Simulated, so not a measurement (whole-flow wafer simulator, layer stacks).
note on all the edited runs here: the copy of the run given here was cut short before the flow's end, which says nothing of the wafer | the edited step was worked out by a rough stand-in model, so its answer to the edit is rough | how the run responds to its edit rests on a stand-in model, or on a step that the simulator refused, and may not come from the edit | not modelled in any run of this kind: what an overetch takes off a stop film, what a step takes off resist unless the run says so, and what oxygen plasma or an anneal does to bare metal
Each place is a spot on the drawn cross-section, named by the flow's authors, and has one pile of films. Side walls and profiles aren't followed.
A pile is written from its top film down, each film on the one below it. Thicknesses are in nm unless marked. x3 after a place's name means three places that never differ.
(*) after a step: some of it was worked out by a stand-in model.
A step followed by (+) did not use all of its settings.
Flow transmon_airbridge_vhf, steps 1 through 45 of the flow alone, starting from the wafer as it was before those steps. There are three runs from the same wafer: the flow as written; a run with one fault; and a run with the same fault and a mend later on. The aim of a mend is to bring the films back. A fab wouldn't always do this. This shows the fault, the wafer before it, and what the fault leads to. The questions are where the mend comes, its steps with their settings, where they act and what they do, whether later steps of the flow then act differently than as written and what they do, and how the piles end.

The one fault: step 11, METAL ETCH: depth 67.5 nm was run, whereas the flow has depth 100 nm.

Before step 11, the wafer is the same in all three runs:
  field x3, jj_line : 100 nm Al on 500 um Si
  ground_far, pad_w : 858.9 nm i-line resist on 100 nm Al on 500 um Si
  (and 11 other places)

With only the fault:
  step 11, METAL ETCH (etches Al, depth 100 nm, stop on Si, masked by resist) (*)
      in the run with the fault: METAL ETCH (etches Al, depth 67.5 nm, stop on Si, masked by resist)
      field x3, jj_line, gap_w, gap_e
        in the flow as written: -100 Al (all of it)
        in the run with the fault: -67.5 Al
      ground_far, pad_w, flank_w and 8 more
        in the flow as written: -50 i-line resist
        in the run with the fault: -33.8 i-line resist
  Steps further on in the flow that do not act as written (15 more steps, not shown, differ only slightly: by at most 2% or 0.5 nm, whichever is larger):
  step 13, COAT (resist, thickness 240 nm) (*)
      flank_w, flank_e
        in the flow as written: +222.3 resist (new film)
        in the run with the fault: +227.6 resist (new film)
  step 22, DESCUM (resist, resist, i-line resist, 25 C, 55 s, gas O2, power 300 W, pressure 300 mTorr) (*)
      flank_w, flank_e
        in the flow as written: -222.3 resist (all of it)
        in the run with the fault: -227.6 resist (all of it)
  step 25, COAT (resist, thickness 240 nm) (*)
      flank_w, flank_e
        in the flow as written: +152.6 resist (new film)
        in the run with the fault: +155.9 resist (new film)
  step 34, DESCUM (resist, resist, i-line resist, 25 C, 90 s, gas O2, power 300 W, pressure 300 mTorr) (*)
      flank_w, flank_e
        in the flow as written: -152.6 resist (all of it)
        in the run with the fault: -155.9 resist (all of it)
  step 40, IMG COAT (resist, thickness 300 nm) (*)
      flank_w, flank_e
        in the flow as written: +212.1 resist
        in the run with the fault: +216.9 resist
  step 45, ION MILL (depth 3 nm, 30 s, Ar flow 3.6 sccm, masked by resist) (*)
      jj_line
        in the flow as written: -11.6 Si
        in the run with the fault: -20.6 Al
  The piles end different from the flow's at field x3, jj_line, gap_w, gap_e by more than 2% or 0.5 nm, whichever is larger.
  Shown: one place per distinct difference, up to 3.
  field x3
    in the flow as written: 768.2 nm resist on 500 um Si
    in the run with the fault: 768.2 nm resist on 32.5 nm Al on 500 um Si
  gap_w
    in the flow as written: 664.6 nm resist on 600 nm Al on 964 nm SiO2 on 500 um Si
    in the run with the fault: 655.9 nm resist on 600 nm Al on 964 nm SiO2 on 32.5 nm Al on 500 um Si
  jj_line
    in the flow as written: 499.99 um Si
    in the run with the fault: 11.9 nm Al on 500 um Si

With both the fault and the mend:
  After step 12 comes the mend.
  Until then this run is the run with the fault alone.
  step 12a, COAT (i-line resist, thickness 900 nm) (*) (the flow's step 6, run once more)
      field x3, jj_line, trace_open_s x2, margin_s, bridge_strip, margin_n
        +900 i-line resist (new film)
      pad_w, pad_e
        +891.7 i-line resist (new film)
      flank_w, flank_e
        +884.2 i-line resist (new film)
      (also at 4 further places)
  step 12b, SOFTBAKE (i-line resist, 90 C, 90 s) (the flow's step 7, run once more)
      flank_w, flank_e
        -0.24 i-line resist
      gap_w, gap_e
        +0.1 i-line resist
      cpw_trace
        -0.05 i-line resist
  step 12c, EXPOSE (i-line resist, thickness 900 nm, photomask AB CPW, dose 155.4 mJ/cm2, NA 0.45, wavelength 365 nm) (*) (the flow's step 8, run once more)
      does not change any film at any place that is followed
  step 12d, PEB (i-line resist, 110 C, 60 s) (the flow's step 9, run once more)
      field x3, jj_line, trace_open_s x2, margin_s, bridge_strip, margin_n
        -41 i-line resist
      pad_w, pad_e
        -40.6 i-line resist
      flank_w, flank_e
        -40.3 i-line resist
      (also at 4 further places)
  step 12e, DEVELOP (i-line resist, thickness 900 nm, developer developer-B, 60 s) (the flow's step 10, run once more)
      trace_open_s x2, margin_s, bridge_strip, margin_n
        -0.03 i-line resist
      field x3, jj_line
        -859 i-line resist (all of it)
      gap_w, gap_e
        -894.2 i-line resist (all of it)
  step 12f, METAL ETCH (etches Al, depth 32.5 nm, stop on Si, masked by resist) (*) (the flow's step 11, run once more with other settings)
      ground_far, pad_w, flank_w and 8 more
        -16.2 i-line resist
      field x3, jj_line, gap_w, gap_e
        -32.5 Al (all of it)
  step 12g, STRIP (i-line resist, 80 C, 600 s) (*) (+) (the flow's step 12, run once more)
      trace_open_s x2, margin_s, bridge_strip, margin_n
        -842.7 i-line resist (all of it)
      pad_w, pad_e
        -834.8 i-line resist (all of it)
      flank_w, flank_e
        -827.4 i-line resist (all of it)
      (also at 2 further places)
  Later steps of the flow that are run all act as written at every place that is followed.
  At every place that both follow, the piles at the end match the flow's.
